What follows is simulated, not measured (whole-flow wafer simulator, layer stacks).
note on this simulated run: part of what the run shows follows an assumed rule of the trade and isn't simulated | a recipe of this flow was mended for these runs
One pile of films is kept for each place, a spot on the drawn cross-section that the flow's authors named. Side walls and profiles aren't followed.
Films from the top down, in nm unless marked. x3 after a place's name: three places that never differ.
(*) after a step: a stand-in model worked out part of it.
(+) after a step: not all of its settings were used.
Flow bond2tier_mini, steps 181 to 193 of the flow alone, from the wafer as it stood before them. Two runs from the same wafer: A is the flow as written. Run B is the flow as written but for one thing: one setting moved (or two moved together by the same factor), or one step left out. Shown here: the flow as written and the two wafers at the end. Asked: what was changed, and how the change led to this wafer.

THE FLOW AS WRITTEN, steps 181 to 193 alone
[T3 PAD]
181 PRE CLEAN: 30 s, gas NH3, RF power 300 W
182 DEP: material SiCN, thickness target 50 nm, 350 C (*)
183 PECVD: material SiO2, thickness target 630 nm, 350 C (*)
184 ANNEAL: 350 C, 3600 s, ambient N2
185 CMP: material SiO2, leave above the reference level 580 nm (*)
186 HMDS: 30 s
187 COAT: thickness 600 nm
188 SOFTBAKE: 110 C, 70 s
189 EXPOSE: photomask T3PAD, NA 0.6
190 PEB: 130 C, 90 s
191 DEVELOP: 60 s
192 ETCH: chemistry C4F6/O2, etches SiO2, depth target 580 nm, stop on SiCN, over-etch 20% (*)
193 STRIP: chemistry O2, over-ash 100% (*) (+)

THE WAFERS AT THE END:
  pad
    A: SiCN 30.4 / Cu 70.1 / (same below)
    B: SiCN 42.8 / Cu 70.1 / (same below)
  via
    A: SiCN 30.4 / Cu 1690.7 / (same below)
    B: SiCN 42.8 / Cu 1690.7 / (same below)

The cause: step 192, ETCH: depth target 519.1 nm was run, where the flow has depth target 580 nm.

How the change led to this, step by step:
  192 ETCH: chemistry C4F6/O2, etches SiO2, depth target 580 nm, stop on SiCN, over-etch 20% (*)
      pad, via: A SiO2 -580 (all of it), SiCN -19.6 | B SiO2 -580 (all of it), SiCN -7.24
      field: A thick-KrF-resist -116 | B thick-KrF-resist -103.8
  193 STRIP: chemistry O2, over-ash 100% (*) (+)
      field: A thick-KrF-resist -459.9 (all of it) | B thick-KrF-resist -472.1 (all of it)
